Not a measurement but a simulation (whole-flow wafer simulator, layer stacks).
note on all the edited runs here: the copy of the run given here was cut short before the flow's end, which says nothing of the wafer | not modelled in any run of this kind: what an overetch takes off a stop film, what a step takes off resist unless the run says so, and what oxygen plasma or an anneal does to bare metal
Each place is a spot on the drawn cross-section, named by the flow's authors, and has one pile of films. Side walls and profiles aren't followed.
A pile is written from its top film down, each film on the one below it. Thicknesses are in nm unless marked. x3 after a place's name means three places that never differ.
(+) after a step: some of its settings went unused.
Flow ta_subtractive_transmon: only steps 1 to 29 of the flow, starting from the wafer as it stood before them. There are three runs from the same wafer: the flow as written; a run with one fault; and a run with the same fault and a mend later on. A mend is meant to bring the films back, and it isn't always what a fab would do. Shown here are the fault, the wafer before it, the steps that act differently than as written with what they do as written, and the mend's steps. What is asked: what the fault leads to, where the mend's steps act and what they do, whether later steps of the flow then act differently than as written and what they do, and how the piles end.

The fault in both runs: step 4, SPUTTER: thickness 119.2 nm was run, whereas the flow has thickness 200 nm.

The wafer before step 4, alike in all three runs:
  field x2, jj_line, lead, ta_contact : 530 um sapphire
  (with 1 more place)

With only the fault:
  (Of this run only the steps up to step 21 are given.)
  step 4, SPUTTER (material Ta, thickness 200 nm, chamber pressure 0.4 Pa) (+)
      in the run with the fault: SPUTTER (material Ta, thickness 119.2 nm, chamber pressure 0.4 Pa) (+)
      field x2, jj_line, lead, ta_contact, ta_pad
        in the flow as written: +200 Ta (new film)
        in the run with the fault: +119.2 Ta (new film)
  Later steps of the flow acting differently than as written:
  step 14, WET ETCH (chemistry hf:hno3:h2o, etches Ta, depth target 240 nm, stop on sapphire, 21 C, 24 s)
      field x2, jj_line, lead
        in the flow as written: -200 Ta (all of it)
        in the run with the fault: -119.2 Ta (all of it)
  After step 21, at ta_contact, ta_pad, the piles differ from the flow's by more than 2% or 0.5 nm, whichever is larger.
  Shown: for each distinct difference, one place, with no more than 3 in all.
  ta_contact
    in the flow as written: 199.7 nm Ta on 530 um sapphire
    in the run with the fault: 118.9 nm Ta on 530 um sapphire

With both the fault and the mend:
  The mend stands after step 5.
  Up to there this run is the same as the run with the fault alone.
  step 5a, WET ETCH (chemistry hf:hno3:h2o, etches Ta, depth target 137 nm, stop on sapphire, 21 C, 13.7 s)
      field x2, jj_line, lead, ta_contact, ta_pad
        -119.2 Ta (all of it)
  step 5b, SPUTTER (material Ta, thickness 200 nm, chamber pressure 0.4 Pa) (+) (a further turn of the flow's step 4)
      field x2, jj_line, lead, ta_contact, ta_pad
        +200 Ta (new film)
  None of the later steps of the flow acts differently than as written at any place that is followed.
  By the end, the piles equal the flow's at every place that both follow.
